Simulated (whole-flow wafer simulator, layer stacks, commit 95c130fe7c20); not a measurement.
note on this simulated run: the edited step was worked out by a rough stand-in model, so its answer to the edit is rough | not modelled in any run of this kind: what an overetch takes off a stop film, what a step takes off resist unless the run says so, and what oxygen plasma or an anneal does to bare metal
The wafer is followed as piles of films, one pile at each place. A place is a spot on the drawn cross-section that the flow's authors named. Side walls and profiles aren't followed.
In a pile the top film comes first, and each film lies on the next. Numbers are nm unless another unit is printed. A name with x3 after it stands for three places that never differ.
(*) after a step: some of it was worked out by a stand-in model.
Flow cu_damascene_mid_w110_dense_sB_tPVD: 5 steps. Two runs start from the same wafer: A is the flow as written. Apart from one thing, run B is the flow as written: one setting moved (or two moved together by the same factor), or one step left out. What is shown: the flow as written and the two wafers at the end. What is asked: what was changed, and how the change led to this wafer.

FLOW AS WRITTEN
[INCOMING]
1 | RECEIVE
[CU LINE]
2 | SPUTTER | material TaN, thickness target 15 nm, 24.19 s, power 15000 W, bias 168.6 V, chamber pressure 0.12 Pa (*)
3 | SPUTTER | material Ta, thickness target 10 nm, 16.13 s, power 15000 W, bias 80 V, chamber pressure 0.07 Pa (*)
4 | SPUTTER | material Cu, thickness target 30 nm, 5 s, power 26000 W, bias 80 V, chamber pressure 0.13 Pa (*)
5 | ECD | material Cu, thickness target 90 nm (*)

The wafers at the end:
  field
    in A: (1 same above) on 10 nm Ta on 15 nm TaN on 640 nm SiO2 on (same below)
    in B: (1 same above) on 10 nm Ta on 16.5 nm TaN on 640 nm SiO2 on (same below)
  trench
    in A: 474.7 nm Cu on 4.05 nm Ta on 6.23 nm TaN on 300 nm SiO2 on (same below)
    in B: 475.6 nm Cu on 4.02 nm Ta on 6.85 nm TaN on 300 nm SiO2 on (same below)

Cause: step 2, SPUTTER: 26.61 s was run, though the flow has 24.19 s.

The path from the change to this, step by step:
  2 | SPUTTER | material TaN, thickness target 15 nm, 24.19 s, power 15000 W, bias 168.6 V, chamber pressure 0.12 Pa (*)
      field: A TaN gains 15 (new film) | B TaN gains 16.5 (new film)
      trench: A TaN gains 6.23 (new film) | B TaN gains 6.85 (new film)
